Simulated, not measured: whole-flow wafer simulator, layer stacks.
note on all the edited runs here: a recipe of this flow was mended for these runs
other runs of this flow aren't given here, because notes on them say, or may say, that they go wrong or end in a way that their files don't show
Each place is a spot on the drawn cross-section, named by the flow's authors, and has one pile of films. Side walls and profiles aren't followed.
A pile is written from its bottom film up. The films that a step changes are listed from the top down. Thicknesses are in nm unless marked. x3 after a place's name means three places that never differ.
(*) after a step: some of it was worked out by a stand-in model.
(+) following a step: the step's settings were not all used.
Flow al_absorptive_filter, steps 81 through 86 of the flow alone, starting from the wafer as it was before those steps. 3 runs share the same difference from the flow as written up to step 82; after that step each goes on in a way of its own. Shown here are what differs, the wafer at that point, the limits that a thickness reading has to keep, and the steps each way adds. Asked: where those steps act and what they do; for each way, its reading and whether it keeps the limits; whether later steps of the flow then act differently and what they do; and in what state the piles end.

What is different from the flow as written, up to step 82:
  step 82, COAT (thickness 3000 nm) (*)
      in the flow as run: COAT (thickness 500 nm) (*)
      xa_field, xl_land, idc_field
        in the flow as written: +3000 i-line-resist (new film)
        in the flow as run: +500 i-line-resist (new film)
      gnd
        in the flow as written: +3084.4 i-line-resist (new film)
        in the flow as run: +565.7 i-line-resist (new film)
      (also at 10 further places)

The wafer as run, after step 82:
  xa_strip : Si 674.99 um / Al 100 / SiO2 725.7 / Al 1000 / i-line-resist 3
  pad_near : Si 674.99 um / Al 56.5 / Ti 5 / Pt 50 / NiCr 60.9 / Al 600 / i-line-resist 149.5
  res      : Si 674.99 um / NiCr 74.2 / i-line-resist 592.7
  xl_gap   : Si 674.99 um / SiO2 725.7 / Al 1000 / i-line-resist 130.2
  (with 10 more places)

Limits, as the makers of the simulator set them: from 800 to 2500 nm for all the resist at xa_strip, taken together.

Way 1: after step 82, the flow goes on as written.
  The reading taken after step 82 is 3 nm, which is outside the limits.
  Steps further on in the flow that do not act as written:
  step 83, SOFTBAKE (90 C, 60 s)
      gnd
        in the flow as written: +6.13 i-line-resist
        going this way: nothing
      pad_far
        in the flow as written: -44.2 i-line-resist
        going this way: nothing
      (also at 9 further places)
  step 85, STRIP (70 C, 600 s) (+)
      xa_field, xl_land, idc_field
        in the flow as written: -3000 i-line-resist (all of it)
        going this way: -500 i-line-resist (all of it)
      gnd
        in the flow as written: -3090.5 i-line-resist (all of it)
        going this way: -565.7 i-line-resist (all of it)
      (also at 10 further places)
  The piles end the same as the flow's at every place that both follow.

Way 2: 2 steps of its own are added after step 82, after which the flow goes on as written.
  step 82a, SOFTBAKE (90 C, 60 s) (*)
      pad_near
        -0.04 i-line-resist
      res
        +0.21 i-line-resist
      xl_gap
        -0.13 i-line-resist
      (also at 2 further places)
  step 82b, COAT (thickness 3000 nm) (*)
      xa_field, xl_land, idc_field
        +3000 i-line-resist
      gnd
        +3033.2 i-line-resist
      pad_far
        +2820 i-line-resist
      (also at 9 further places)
  The reading taken after step 82b is 2063.6 nm, which is within the limits.
  Steps further on in the flow that do not act as written:
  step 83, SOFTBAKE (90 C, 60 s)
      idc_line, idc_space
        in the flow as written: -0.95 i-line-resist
        going this way: -0.07 i-line-resist
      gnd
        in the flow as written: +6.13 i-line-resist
        going this way: +2.43 i-line-resist
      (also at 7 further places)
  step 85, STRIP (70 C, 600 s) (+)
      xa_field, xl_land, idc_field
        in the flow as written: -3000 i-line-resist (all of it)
        going this way: -3500 i-line-resist (all of it)
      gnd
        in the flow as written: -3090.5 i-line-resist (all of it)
        going this way: -3601.3 i-line-resist (all of it)
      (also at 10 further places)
  The piles end the same as the flow's at every place that both follow.

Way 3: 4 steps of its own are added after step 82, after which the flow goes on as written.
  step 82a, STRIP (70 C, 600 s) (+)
      xa_field, xl_land, idc_field
        -500 i-line-resist (all of it)
      gnd
        -565.7 i-line-resist (all of it)
      pad_far
        -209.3 i-line-resist (all of it)
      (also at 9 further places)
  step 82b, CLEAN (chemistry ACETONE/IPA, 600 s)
      alters no film at any place that is followed
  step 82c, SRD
      alters no film at any place that is followed
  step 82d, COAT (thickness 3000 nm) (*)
      xa_field, xl_land, idc_field
        +3000 i-line-resist (new film)
      gnd
        +3084.4 i-line-resist (new film)
      pad_far
        +2560.9 i-line-resist (new film)
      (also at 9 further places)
  The reading taken after step 82d is 1594.3 nm, which is within the limits.
  Later steps of the flow that are run all act as written at every place that is followed.
  The piles end the same as the flow's at every place that both follow.

Keeping within the limits: way 2, way 3. Outside them: way 1.
